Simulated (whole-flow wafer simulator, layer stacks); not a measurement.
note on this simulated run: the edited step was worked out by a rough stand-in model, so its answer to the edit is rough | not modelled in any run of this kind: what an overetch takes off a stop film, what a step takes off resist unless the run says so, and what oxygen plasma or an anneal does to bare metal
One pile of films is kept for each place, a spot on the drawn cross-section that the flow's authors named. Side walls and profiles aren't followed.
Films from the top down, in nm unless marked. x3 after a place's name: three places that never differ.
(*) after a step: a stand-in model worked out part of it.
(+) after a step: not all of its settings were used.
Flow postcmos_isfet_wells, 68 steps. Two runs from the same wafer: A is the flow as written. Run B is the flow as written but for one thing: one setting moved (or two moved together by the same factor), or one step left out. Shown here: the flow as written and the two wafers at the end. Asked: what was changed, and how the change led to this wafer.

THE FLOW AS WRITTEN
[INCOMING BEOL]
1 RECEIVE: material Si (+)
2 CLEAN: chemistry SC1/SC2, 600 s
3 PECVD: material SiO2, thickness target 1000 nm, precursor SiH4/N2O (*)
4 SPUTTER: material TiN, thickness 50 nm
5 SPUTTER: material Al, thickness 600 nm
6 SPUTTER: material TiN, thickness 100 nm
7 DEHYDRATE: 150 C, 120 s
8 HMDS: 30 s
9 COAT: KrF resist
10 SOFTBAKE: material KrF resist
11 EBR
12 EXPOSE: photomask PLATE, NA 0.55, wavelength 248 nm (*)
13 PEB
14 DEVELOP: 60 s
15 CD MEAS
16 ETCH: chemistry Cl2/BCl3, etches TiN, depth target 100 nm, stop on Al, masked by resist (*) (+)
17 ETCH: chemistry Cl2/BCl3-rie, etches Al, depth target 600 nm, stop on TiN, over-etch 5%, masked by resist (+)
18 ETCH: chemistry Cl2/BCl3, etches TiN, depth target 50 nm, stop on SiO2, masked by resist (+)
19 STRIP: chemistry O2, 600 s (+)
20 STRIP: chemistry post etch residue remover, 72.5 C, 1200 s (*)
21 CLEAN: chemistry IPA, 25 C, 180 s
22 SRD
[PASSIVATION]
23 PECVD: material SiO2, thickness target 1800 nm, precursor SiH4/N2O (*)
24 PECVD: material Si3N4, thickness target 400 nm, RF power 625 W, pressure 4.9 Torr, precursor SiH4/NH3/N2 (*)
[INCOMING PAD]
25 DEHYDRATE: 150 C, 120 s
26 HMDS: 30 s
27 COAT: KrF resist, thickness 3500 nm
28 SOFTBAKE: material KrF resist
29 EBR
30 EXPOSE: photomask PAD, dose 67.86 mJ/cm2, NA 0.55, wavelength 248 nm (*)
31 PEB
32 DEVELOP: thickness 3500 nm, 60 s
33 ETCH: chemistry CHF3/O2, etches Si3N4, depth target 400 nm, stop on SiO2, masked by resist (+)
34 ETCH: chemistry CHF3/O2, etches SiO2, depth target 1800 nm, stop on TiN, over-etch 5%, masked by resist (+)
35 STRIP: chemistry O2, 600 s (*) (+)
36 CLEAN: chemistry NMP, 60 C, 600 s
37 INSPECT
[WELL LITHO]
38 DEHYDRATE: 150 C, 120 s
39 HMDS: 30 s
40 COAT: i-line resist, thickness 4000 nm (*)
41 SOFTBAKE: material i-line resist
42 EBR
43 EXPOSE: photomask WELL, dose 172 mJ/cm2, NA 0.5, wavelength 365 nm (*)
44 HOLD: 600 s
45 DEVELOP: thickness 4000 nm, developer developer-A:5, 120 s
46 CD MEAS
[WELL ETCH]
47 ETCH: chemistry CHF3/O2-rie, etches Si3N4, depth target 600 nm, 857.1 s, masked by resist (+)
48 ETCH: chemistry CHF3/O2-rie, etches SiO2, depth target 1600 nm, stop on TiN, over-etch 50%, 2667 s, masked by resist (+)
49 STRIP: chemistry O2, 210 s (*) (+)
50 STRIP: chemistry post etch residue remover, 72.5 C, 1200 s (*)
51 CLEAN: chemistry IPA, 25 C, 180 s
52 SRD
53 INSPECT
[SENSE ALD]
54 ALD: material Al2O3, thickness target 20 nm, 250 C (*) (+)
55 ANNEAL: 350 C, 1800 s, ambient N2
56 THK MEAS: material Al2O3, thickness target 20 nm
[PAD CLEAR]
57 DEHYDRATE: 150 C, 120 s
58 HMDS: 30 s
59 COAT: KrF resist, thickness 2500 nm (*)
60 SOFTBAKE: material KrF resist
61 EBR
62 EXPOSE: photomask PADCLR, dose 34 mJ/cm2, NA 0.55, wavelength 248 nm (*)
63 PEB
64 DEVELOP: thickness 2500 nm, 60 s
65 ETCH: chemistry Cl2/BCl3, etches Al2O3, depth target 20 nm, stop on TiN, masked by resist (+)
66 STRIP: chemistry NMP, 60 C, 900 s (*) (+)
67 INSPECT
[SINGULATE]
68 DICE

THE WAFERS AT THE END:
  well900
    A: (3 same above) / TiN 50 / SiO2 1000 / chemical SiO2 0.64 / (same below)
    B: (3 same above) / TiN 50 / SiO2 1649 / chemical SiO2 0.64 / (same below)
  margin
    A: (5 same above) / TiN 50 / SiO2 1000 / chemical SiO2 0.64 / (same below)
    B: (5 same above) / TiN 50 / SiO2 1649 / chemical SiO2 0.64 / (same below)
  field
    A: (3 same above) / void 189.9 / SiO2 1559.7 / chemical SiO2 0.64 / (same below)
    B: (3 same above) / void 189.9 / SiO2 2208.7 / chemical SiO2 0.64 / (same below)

The cause: step 3, PECVD: thickness target 1649 nm was run, where the flow has thickness target 1000 nm.
It can be read off the wafer: well900 has SiO2 1649, and step 3 as written asks for 1000 nm.

How the change led to this, step by step:
  3 PECVD: material SiO2, thickness target 1000 nm, precursor SiH4/N2O (*)
      field, margin, well900, well1300 x3, pad_rim, pad_clr, pad_open: A SiO2 +1000 (new film) | B SiO2 +1649 (new film)
